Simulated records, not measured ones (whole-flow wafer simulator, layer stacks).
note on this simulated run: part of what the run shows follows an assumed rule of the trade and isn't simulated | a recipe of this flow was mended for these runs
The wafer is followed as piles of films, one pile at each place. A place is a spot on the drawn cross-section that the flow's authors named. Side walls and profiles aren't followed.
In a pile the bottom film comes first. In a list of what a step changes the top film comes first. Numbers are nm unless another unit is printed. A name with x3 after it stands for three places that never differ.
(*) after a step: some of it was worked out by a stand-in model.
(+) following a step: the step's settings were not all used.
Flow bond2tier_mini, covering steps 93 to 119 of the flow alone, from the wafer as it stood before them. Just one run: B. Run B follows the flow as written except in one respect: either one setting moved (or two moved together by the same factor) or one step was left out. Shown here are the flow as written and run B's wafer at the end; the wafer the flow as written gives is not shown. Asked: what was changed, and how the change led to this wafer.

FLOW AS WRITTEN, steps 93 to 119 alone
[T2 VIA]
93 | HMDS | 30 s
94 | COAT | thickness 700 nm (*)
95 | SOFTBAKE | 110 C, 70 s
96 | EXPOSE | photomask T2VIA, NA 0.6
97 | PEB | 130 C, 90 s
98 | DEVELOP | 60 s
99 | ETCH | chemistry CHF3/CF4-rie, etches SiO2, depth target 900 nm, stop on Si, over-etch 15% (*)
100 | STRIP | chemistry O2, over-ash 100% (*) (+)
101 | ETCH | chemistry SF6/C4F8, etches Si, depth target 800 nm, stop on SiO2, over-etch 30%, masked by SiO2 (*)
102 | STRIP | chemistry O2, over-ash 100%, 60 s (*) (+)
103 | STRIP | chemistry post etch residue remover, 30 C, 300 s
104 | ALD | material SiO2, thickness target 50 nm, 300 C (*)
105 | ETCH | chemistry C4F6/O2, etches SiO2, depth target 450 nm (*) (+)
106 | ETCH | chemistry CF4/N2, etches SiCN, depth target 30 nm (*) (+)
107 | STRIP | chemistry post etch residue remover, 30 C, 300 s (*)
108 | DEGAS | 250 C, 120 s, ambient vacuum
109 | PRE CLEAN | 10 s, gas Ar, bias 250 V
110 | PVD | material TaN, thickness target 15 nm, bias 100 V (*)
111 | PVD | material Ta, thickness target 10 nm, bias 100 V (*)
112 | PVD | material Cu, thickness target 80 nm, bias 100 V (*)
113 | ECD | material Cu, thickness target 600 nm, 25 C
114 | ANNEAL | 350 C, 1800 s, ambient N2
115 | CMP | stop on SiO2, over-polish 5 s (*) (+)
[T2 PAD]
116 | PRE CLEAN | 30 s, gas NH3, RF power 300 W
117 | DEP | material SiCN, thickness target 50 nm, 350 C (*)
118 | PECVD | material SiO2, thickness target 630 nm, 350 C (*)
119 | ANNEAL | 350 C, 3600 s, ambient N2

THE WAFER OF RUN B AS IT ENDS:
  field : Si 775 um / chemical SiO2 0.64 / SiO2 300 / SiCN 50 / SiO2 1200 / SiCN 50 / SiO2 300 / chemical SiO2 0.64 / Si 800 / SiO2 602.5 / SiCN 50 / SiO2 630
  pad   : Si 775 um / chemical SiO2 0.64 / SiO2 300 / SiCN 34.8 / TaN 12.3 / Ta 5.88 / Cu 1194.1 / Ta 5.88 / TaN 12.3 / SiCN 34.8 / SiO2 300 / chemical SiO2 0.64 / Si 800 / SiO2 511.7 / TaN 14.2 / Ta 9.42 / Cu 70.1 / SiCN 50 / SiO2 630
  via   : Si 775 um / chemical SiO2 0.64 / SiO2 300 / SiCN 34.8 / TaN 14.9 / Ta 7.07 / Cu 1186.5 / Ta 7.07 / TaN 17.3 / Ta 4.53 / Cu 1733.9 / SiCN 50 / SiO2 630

Cause: step 105, ETCH: depth target 405 nm was run, while the flow as written has depth target 450 nm.

Step by step, how the change led to this:
  105 | ETCH | chemistry C4F6/O2, etches SiO2, depth target 450 nm (*) (+)
      field, pad: -405 SiO2 (in the flow as written it would be: -450 SiO2)
      via: -348.1 SiO2 (all of it), -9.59 SiCN (in the flow as written it would be: -348.1 SiO2 (all of it), -17.2 SiCN)
  106 | ETCH | chemistry CF4/N2, etches SiCN, depth target 30 nm (*) (+)
      via: -25.2 SiCN (all of it), -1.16 TaN (in the flow as written it would be: -17.6 SiCN (all of it), -3.01 TaN)
